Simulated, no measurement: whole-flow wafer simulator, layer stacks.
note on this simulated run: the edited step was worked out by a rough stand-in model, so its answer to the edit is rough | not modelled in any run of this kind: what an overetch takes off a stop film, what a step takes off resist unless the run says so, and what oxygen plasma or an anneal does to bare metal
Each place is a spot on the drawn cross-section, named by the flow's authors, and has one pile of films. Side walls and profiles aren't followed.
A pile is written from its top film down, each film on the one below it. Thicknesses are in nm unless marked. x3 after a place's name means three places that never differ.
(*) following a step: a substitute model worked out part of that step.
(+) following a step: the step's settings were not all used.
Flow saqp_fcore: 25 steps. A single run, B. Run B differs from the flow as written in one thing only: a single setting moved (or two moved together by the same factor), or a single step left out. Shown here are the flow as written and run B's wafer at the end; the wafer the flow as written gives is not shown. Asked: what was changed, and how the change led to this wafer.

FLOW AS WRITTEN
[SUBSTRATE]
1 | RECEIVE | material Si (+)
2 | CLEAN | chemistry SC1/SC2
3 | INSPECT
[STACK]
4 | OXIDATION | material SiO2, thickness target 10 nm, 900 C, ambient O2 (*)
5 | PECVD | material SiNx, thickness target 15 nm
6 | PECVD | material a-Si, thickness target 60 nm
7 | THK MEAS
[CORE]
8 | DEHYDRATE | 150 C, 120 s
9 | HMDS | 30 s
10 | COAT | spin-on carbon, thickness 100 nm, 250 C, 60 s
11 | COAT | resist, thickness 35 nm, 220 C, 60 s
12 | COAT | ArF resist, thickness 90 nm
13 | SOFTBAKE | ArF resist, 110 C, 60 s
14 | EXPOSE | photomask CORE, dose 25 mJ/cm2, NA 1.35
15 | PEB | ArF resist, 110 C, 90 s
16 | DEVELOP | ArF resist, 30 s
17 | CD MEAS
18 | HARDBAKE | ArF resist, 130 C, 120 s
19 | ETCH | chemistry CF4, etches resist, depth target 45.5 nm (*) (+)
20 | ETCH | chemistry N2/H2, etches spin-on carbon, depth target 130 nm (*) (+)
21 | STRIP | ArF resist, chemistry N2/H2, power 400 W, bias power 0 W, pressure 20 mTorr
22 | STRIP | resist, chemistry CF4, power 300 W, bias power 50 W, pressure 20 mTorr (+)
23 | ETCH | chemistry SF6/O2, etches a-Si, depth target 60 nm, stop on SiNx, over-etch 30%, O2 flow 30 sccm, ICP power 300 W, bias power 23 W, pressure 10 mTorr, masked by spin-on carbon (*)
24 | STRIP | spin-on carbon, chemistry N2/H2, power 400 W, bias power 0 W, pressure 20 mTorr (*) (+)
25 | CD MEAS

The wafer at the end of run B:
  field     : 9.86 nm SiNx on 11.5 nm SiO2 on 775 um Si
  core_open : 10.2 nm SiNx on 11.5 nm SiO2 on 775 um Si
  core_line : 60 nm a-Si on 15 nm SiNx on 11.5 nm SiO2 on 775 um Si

Cause: step 4, OXIDATION: thickness target 11.5 nm was run, while the flow as written has thickness target 10 nm.
The wafer lets one read it off: field has SiO2 11.5, and step 4 as written asks for 10 nm.

Step by step, how the change led to this:
  4 | OXIDATION | material SiO2, thickness target 10 nm, 900 C, ambient O2 (*)
      field, core_open, core_line: +11.5 SiO2 (new film), -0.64 chemical SiO2 (all of it), -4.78 Si (as written it would have been: +10 SiO2 (new film), -0.64 chemical SiO2 (all of it), -4.12 Si)
